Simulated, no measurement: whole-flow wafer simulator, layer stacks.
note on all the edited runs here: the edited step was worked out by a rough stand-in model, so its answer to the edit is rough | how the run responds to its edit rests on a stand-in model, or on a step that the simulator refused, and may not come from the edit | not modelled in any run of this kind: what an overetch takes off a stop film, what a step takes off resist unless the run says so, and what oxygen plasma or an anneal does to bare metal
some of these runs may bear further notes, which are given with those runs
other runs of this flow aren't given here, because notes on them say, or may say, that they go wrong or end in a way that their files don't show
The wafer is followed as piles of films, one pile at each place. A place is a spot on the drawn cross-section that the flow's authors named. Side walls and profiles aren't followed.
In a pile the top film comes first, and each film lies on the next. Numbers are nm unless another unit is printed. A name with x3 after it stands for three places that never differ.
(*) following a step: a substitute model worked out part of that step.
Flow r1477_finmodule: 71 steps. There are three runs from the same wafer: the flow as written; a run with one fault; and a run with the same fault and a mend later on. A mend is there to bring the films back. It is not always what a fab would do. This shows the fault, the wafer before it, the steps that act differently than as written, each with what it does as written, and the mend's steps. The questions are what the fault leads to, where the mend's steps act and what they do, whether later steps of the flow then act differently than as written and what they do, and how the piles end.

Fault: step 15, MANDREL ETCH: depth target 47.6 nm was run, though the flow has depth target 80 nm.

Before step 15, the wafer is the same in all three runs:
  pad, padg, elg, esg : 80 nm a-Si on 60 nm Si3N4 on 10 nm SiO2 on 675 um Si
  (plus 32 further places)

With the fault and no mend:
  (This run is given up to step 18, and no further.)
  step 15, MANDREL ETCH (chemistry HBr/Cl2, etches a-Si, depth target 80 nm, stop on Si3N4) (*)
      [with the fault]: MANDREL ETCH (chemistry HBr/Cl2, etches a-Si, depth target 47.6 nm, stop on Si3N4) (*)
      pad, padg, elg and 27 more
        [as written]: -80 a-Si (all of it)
        [with the fault]: -47.6 a-Si
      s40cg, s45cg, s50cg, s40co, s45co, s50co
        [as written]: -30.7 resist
        [with the fault]: -18.2 resist
  Steps further on in the flow that do not act as written:
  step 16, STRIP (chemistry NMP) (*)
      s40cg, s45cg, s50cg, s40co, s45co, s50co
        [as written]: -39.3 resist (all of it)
        [with the fault]: -51.8 resist (all of it)
  Once step 18 is done, the piles at pad, padg, elg and 27 more depart from the flow's by more than 2% or 0.5 nm, whichever is larger.
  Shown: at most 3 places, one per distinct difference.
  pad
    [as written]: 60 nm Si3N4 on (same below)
    [with the fault]: 32.4 nm a-Si on 60 nm Si3N4 on (same below)

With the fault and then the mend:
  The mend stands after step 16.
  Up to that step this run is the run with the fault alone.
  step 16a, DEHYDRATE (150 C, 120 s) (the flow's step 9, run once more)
      leaves every film unchanged at each place that is followed
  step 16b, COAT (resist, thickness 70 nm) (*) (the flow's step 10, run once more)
      pad, padg, elg and 15 more
        +70 resist (new film)
      s40cg, s40co
        +38.6 resist (new film)
      s40sg, s40so
        +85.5 resist (new film)
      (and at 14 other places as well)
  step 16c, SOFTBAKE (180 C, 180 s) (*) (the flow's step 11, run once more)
      leaves every film unchanged at each place that is followed
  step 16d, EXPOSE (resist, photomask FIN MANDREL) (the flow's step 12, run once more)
      leaves every film unchanged at each place that is followed
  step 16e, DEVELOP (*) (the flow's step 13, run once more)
      pad, padg, elg and 15 more
        -70 resist (all of it)
      s40sg, s40so
        -85.5 resist (all of it)
      s40sg_line, s40so_line
        -85.9 resist (all of it)
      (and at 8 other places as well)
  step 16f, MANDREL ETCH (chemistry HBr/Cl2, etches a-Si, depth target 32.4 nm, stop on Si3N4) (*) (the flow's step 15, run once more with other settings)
      pad, padg, elg and 27 more
        -32.4 a-Si (all of it)
      s40cg, s45cg, s50cg, s40co, s45co, s50co
        -12.4 resist
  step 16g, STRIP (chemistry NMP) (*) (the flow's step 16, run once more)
      s40cg, s40co
        -26.2 resist (all of it)
      s45cg, s45co
        -28.2 resist (all of it)
      s50cg, s50co
        -30.2 resist (all of it)
  Later steps of the flow that are run all act as written at every place that is followed.
  By the end, the piles equal the flow's at every place that both follow.
